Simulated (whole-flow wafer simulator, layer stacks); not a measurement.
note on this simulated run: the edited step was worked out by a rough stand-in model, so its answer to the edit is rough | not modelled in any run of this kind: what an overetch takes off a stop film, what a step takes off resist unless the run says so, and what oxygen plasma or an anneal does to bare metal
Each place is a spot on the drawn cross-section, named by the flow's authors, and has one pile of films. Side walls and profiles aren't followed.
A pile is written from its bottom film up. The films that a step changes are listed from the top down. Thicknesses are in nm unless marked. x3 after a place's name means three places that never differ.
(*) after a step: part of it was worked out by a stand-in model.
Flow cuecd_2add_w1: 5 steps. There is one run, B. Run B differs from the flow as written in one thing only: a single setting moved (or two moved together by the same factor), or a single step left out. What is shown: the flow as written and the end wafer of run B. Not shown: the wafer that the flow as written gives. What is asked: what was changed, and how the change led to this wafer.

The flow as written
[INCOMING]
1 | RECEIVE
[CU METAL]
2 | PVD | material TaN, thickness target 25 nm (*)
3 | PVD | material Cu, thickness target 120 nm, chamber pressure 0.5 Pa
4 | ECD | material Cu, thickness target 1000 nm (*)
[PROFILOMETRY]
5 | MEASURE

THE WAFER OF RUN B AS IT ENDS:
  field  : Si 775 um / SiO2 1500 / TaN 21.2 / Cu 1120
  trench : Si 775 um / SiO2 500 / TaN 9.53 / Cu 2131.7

Cause: step 2, PVD: thickness target 21.2 nm was run, whereas the flow has thickness target 25 nm.
One can read it off the wafer: field has TaN 21.2, and step 2 as written asks for 25 nm.

The path from the change to this, step by step:
  2 | PVD | material TaN, thickness target 25 nm (*)
      field: TaN gains 21.2 (new film) (in the flow as written it would be: TaN gains 25 (new film))
      trench: TaN gains 9.53 (new film) (in the flow as written it would be: TaN gains 11.2 (new film))
